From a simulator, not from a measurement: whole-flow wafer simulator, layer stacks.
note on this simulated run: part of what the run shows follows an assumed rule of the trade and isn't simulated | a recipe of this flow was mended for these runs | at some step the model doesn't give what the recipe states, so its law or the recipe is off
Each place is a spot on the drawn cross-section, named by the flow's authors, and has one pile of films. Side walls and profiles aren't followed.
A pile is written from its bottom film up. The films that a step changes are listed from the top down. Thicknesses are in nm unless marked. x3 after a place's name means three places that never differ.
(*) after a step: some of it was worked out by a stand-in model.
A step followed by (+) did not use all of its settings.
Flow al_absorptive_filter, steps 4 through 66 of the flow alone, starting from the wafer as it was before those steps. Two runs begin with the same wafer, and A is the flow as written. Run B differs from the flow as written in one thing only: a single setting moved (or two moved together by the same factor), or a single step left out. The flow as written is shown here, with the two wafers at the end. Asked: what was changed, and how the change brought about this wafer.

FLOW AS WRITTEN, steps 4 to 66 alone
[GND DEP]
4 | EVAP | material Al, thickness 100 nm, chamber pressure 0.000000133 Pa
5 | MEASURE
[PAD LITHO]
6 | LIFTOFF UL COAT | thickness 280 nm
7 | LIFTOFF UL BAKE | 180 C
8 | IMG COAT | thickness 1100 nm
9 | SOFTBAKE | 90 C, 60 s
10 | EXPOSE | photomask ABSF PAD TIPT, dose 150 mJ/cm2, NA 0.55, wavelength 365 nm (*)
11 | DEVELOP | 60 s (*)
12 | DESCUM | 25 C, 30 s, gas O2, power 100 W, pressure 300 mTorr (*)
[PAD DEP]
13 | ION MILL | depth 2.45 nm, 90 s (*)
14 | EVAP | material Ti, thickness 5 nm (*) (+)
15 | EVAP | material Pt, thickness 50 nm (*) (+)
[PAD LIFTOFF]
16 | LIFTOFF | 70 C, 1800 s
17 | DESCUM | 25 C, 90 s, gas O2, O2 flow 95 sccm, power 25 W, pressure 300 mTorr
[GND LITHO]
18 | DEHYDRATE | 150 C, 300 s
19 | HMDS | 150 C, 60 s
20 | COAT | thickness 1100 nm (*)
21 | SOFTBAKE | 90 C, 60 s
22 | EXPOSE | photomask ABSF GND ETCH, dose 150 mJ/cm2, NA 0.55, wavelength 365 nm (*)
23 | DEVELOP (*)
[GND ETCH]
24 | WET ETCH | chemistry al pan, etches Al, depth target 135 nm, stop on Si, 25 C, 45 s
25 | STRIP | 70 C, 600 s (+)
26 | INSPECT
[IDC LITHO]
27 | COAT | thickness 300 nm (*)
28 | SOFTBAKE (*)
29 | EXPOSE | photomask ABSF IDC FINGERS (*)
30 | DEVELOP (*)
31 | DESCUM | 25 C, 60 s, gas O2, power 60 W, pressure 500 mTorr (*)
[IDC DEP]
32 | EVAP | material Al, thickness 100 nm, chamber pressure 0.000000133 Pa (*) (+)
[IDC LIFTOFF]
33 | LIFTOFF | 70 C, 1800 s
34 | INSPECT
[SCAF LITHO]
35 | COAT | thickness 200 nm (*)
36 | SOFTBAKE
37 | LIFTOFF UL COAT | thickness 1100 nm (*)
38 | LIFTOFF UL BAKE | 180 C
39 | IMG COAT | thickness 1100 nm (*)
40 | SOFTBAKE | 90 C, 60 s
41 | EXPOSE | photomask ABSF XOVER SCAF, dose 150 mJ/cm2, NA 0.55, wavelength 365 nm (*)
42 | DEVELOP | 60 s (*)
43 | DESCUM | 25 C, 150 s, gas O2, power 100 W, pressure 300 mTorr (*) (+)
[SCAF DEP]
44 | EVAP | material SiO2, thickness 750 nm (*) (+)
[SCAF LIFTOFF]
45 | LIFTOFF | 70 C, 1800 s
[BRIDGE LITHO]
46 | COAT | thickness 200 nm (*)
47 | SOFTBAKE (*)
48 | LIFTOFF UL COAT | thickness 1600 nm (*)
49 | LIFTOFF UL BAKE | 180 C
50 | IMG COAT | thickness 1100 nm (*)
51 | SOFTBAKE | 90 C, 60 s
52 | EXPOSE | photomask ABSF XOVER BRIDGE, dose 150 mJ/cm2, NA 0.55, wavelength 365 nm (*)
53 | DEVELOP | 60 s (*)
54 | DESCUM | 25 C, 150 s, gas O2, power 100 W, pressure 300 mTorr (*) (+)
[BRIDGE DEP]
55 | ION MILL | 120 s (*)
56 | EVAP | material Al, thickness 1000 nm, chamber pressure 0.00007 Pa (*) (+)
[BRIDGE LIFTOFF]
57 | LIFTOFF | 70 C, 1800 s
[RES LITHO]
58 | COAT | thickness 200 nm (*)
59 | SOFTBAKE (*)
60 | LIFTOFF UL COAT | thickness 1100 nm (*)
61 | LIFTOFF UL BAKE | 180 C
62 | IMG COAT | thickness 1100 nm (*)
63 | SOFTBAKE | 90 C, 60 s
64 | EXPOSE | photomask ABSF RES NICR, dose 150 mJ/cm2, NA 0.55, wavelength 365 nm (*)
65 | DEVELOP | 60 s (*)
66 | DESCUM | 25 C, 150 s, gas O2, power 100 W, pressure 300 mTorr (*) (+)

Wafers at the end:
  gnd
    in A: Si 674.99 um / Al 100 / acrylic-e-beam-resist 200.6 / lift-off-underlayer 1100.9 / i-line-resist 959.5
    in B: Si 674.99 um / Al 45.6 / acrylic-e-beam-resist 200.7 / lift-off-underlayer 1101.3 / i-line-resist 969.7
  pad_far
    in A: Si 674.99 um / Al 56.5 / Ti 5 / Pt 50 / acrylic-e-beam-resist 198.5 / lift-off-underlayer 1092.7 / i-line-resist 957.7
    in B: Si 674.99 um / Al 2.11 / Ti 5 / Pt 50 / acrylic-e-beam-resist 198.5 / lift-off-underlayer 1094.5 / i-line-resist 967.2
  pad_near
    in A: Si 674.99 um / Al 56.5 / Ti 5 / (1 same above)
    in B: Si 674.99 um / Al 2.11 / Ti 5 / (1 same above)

Cause: step 4, EVAP: thickness 45.62 nm was run, while the flow as written has thickness 100 nm.
One can read it off the wafer: gnd has Al 45.6, and step 4 as written asks for 100 nm.

The path from the change to this, step by step:
  4 | EVAP | material Al, thickness 100 nm, chamber pressure 0.000000133 Pa
      gnd, pad_far, pad_near and 11 more: A Al gains 100 (new film) | B Al gains 45.6 (new film)
  24 | WET ETCH | chemistry al pan, etches Al, depth target 135 nm, stop on Si, 25 C, 45 s
      res, xl_gap, idc_field, idc_line, idc_space: A Al loses 86.7 (all of it) | B Al loses 32.3 (all of it)
  27 | COAT | thickness 300 nm (*)
      ledge: A e-beam-resist gains 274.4 (new film) | B e-beam-resist gains 290.3 (new film)
      res: A e-beam-resist gains 349.6 (new film) | B e-beam-resist gains 323.6 (new film)
      (and at 2 other places as well)
  33 | LIFTOFF | 70 C, 1800 s
      ledge: A Al loses 100 (all of it), e-beam-resist loses 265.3 (all of it) | B Al loses 100 (all of it), e-beam-resist loses 281.3 (all of it)
      res: A Al loses 100 (all of it), e-beam-resist loses 340.6 (all of it) | B Al loses 100 (all of it), e-beam-resist loses 314.6 (all of it)
      (and at 2 other places as well)
  35 | COAT | thickness 200 nm (*)
      ledge: A acrylic-e-beam-resist gains 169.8 (new film) | B acrylic-e-beam-resist gains 188.1 (new film)
      res: A acrylic-e-beam-resist gains 231.4 (new film) | B acrylic-e-beam-resist gains 215.5 (new film)
      (and at 2 other places as well)
  37 | LIFTOFF UL COAT | thickness 1100 nm (*)
      res: A lift-off-underlayer gains 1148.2 (new film) | B lift-off-underlayer gains 1122.5 (new film)
  43 | DESCUM | 25 C, 150 s, gas O2, power 100 W, pressure 300 mTorr (*) (+)
      gnd, pad_far, pad_near and 7 more: A i-line-resist loses 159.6 | B i-line-resist loses 138.3
      xl_gap: A acrylic-e-beam-resist loses 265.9 (all of it) | B acrylic-e-beam-resist loses 230.5 (all of it)
      (and at 1 other place as well)
  45 | LIFTOFF | 70 C, 1800 s
      gnd, xa_field, xl_land, idc_field: A SiO2 loses 750 (all of it), i-line-resist loses 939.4 (all of it), lift-off-underlayer loses 1100 (all of it), acrylic-e-beam-resist loses 200 (all of it) | B SiO2 loses 750 (all of it), i-line-resist loses 960.6 (all of it), lift-off-underlayer loses 1100 (all of it), acrylic-e-beam-resist loses 200 (all of it)
      pad_far: A SiO2 loses 750 (all of it), i-line-resist loses 937 (all of it), lift-off-underlayer loses 1092.7 (all of it), acrylic-e-beam-resist loses 198.5 (all of it) | B SiO2 loses 750 (all of it), i-line-resist loses 958.2 (all of it), lift-off-underlayer loses 1094.5 (all of it), acrylic-e-beam-resist loses 198.5 (all of it)
      (and at 4 other places as well)
  46 | COAT | thickness 200 nm (*)
      ledge: A acrylic-e-beam-resist gains 169.8 (new film) | B acrylic-e-beam-resist gains 188.1 (new film)
      res: A acrylic-e-beam-resist gains 231.4 (new film) | B acrylic-e-beam-resist gains 215.5 (new film)
      (and at 2 other places as well)
  48 | LIFTOFF UL COAT | thickness 1600 nm (*)
      xl_gap: A lift-off-underlayer gains 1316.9 (new film) | B lift-off-underlayer gains 1288.1 (new film)
  53 | DEVELOP | 60 s (*)
      xl_gap: A i-line-resist loses 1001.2 (all of it), lift-off-underlayer loses 1316.9 (all of it) | B i-line-resist loses 997.3 (all of it), lift-off-underlayer loses 1288.1 (all of it)
  54 | DESCUM | 25 C, 150 s, gas O2, power 100 W, pressure 300 mTorr (*) (+)
      xl_gap: A acrylic-e-beam-resist loses 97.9 (all of it) | B acrylic-e-beam-resist loses 81.8 (all of it)
      xl_turn: A acrylic-e-beam-resist loses 141.8 (all of it) | B acrylic-e-beam-resist loses 150.9 (all of it)
  57 | LIFTOFF | 70 C, 1800 s
      ledge: A Al loses 1000 (all of it), i-line-resist loses 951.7 (all of it), lift-off-underlayer loses 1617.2 (all of it), acrylic-e-beam-resist loses 169.8 (all of it) | B Al loses 1000 (all of it), i-line-resist loses 945.7 (all of it), lift-off-underlayer loses 1608.2 (all of it), acrylic-e-beam-resist loses 188.1 (all of it)
      res: A Al loses 1000 (all of it), i-line-resist loses 954.3 (all of it), lift-off-underlayer loses 1653.2 (all of it), acrylic-e-beam-resist loses 231.4 (all of it) | B Al loses 1000 (all of it), i-line-resist loses 947.3 (all of it), lift-off-underlayer loses 1624.8 (all of it), acrylic-e-beam-resist loses 215.5 (all of it)
  58 | COAT | thickness 200 nm (*)
      ledge: A acrylic-e-beam-resist gains 169.8 (new film) | B acrylic-e-beam-resist gains 188.1 (new film)
      res: A acrylic-e-beam-resist gains 231.4 (new film) | B acrylic-e-beam-resist gains 215.5 (new film)
      (and at 2 other places as well)
  60 | LIFTOFF UL COAT | thickness 1100 nm (*)
      res: A lift-off-underlayer gains 1148.2 (new film) | B lift-off-underlayer gains 1122.5 (new film)
      xl_gap: A lift-off-underlayer gains 831.4 (new film) | B lift-off-underlayer gains 799.7 (new film)
  65 | DEVELOP | 60 s (*)
      res: A i-line-resist loses 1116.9 (all of it), lift-off-underlayer loses 1148.2 (all of it) | B i-line-resist loses 1107.7 (all of it), lift-off-underlayer loses 1122.5 (all of it)
  66 | DESCUM | 25 C, 150 s, gas O2, power 100 W, pressure 300 mTorr (*) (+)
      gnd, pad_far, xa_field and 8 more: A i-line-resist loses 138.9 | B i-line-resist loses 129.3
      ledge: A acrylic-e-beam-resist loses 169.8 (all of it) | B acrylic-e-beam-resist loses 188.1 (all of it)
      (and at 1 other place as well)
